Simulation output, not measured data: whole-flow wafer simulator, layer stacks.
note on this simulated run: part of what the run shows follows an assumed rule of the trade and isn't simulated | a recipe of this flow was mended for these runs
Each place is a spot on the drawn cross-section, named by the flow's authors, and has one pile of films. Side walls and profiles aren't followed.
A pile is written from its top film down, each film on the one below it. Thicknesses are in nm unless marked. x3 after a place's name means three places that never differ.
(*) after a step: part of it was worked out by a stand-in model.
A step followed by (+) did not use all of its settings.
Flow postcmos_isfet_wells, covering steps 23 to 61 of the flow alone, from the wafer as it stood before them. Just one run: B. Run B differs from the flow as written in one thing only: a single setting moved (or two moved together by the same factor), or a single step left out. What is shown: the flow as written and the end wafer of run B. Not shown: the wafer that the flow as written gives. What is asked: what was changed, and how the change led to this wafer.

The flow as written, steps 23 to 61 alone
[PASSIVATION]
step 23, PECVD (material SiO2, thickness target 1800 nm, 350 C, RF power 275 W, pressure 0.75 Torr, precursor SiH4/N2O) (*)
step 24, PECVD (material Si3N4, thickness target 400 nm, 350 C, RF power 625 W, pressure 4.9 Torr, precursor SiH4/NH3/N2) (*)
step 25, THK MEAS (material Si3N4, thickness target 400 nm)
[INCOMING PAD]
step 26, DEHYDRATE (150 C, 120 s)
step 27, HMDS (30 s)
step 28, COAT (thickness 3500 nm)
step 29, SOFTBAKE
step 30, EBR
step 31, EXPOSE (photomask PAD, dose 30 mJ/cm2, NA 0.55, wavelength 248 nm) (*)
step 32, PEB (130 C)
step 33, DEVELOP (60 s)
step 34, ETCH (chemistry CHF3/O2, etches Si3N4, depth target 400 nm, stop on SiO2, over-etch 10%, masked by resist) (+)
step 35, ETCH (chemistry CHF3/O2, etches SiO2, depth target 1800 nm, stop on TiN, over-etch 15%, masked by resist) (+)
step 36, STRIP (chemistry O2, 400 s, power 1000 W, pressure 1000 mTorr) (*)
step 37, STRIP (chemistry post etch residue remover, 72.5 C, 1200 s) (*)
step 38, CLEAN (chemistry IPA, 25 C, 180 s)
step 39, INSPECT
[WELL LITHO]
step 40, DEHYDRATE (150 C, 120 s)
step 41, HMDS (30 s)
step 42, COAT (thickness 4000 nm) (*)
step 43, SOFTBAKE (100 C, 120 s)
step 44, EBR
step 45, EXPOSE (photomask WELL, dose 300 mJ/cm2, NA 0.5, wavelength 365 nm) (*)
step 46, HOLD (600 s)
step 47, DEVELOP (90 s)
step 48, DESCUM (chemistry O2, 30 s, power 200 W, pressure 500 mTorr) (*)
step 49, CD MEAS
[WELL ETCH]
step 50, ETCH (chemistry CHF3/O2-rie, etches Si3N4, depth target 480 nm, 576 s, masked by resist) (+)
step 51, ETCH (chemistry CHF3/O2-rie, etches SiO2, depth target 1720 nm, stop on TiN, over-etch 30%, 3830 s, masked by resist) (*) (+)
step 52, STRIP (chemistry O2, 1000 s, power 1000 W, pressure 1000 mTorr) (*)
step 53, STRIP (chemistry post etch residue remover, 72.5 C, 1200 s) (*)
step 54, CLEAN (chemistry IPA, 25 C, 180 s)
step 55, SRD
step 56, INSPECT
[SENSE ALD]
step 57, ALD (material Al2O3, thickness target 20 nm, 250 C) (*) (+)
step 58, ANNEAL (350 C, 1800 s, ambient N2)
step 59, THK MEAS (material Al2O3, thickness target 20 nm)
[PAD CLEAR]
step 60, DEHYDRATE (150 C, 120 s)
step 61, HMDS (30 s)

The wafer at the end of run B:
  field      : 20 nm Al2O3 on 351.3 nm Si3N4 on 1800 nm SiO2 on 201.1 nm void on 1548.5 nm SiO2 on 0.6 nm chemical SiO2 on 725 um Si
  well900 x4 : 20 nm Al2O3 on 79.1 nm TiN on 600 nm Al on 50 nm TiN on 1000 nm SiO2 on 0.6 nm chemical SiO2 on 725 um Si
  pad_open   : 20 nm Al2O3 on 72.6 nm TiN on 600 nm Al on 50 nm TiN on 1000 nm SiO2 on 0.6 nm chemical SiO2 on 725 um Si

What caused this: step 24, PECVD: thickness target 352 nm was run, while the flow as written has thickness target 400 nm.

Step by step, how the change led to this:
  step 24, PECVD (material Si3N4, thickness target 400 nm, 350 C, RF power 625 W, pressure 4.9 Torr, precursor SiH4/NH3/N2) (*)
      field, margin x2, well900 x4, pad_clr, pad_open: +352 Si3N4 (new film) (it would be, as written: +400 Si3N4 (new film))
  step 34, ETCH (chemistry CHF3/O2, etches Si3N4, depth target 400 nm, stop on SiO2, over-etch 10%, masked by resist) (+)
      field, margin x2, well900 x4, pad_clr: -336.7 thick-KrF-resist (it would be, as written: -382.6 thick-KrF-resist)
      pad_open: -352 Si3N4 (all of it), -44 SiO2 (it would be, as written: -400 Si3N4 (all of it), -20 SiO2)
  step 35, ETCH (chemistry CHF3/O2, etches SiO2, depth target 1800 nm, stop on TiN, over-etch 15%, masked by resist) (+)
      pad_open: -1756 SiO2 (all of it), -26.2 TiN (it would be, as written: -1780 SiO2 (all of it), -24.2 TiN)
  step 36, STRIP (chemistry O2, 400 s, power 1000 W, pressure 1000 mTorr) (*)
      field, margin x2, well900 x4, pad_clr: -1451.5 thick-KrF-resist (all of it) (it would be, as written: -1382.5 thick-KrF-resist (all of it))
  step 43, SOFTBAKE (100 C, 120 s)
      pad_clr: -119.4 thick-g/i-line-resist (it would be, as written: -123 thick-g/i-line-resist)
  step 50, ETCH (chemistry CHF3/O2-rie, etches Si3N4, depth target 480 nm, 576 s, masked by resist) (+)
      well900 x4: -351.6 Si3N4 (all of it), -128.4 SiO2 (it would be, as written: -399.6 Si3N4 (all of it), -80.4 SiO2)
  step 51, ETCH (chemistry CHF3/O2-rie, etches SiO2, depth target 1720 nm, stop on TiN, over-etch 30%, 3830 s, masked by resist) (*) (+)
      well900 x4: -1671.6 SiO2 (all of it), -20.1 TiN (it would be, as written: -1719.6 SiO2 (all of it), -20.6 TiN)
